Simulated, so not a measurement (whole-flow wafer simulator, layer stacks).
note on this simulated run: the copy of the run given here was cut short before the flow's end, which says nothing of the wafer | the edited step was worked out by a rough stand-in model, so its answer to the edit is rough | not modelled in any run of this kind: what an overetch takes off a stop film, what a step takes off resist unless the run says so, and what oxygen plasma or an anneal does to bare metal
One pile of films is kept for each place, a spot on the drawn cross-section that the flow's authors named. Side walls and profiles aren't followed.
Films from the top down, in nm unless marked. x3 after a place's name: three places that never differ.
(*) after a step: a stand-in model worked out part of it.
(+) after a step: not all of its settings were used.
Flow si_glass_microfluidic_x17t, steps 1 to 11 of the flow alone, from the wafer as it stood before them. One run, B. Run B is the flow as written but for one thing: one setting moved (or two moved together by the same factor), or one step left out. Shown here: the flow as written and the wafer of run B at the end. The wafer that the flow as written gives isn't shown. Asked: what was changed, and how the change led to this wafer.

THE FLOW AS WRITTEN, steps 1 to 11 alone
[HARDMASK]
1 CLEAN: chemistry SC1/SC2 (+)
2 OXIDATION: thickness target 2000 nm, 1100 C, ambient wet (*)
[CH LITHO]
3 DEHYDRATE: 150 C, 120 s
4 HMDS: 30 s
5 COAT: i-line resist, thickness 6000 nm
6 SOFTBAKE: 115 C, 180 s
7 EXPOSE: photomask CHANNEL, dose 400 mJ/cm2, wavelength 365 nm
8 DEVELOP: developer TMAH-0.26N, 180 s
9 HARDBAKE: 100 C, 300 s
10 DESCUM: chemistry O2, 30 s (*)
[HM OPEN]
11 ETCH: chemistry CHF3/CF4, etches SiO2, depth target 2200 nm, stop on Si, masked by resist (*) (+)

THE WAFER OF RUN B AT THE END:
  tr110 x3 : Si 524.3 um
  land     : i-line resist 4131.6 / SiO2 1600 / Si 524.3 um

The cause: step 2, OXIDATION: thickness target 1600 nm was run, where the flow has thickness target 2000 nm.
It can be read off the wafer: land has SiO2 1600, and step 2 as written asks for 2000 nm.

How the change led to this, step by step:
  2 OXIDATION: thickness target 2000 nm, 1100 C, ambient wet (*)
      land, tr110 x3: SiO2 +1600 (new film), chemical SiO2 -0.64 (all of it), Si -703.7 (as written it would be: SiO2 +2000 (new film), chemical SiO2 -0.64 (all of it), Si -879.7)
  11 ETCH: chemistry CHF3/CF4, etches SiO2, depth target 2200 nm, stop on Si, masked by resist (*) (+)
      tr110 x3: SiO2 -1600 (all of it) (as written it would be: SiO2 -2000 (all of it))
